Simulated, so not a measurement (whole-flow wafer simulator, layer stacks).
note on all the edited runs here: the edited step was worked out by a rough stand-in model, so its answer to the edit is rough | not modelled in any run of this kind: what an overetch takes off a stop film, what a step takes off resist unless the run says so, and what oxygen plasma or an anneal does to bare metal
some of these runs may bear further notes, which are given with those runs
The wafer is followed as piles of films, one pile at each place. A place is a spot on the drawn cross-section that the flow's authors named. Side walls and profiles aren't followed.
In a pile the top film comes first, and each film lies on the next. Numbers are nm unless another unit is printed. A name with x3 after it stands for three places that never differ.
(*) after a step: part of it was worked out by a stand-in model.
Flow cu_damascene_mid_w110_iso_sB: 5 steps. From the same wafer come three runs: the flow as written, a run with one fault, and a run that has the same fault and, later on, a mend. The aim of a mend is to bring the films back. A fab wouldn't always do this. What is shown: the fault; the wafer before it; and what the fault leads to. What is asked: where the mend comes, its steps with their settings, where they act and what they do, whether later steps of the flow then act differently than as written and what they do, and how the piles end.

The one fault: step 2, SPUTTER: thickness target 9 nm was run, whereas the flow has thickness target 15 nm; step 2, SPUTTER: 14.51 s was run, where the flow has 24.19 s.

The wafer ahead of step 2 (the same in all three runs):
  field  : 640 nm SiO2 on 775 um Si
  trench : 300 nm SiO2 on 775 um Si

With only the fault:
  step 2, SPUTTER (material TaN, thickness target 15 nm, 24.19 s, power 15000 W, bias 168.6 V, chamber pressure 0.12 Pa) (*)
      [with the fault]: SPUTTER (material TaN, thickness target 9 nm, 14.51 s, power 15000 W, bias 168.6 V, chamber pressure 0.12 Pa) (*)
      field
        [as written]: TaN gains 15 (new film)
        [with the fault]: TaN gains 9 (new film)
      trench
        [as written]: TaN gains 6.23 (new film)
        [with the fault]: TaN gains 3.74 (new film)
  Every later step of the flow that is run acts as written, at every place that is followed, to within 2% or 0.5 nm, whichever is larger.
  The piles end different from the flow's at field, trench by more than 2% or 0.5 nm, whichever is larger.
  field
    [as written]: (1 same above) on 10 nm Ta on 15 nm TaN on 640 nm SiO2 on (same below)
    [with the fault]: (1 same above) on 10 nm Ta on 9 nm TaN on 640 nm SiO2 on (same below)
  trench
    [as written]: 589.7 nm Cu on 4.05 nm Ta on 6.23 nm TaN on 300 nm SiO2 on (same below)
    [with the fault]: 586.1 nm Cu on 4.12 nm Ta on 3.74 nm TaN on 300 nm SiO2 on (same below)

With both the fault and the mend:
  The mend stands after step 2.
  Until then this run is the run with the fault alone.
  step 2a, SPUTTER (material TaN, thickness target 6 nm, 9.676 s, power 15000 W, bias 168.6 V, chamber pressure 0.12 Pa) (*) (the flow's step 2, run once more with other settings)
      field
        TaN gains 6
      trench
        TaN gains 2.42
  Every later step of the flow that is run acts as written, at every place that is followed, to within 2% or 0.5 nm, whichever is larger.
  At the end the piles are close to the flow's at the places that both follow, differing by at most 2% or 0.5 nm, whichever is larger.
